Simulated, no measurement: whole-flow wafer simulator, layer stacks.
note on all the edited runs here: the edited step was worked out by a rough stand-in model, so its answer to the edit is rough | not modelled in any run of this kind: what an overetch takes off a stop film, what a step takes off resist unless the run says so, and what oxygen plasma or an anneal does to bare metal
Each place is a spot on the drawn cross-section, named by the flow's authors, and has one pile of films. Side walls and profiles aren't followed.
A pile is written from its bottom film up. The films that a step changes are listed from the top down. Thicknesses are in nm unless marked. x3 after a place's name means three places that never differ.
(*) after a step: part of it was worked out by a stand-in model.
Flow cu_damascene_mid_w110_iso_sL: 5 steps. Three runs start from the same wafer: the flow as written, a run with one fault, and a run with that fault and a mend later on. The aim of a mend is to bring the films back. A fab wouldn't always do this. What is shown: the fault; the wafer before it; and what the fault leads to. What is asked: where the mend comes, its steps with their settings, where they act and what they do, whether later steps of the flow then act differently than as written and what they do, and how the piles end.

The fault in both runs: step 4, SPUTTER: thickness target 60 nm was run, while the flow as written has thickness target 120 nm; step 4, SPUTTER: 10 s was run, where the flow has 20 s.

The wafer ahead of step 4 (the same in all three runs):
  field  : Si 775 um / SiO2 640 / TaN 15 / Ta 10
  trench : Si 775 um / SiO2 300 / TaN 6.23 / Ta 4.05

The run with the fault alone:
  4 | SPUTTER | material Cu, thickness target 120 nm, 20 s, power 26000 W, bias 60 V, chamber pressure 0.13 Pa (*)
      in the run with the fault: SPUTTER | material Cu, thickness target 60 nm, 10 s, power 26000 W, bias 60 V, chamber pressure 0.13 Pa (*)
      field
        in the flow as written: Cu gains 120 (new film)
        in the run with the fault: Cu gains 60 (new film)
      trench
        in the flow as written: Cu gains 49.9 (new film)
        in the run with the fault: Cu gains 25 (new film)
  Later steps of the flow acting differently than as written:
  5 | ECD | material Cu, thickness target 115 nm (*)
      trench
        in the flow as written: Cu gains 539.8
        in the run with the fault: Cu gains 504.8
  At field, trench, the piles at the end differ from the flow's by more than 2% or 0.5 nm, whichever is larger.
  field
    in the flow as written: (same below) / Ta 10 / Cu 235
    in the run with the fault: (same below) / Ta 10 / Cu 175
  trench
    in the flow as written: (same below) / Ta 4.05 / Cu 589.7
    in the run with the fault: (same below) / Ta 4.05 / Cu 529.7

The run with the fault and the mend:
  The mend follows step 4.
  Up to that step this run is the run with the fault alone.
  4a | SPUTTER | material Cu, thickness target 60 nm, 10 s, power 26000 W, bias 60 V, chamber pressure 0.13 Pa (*) (the flow's step 4, run once more with other settings)
      field
        Cu gains 60
      trench
        Cu gains 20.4
  Every later step of the flow that is run acts as written, at every place that is followed, to within 2% or 0.5 nm, whichever is larger.
  The piles end the same as the flow's at every place that both follow.
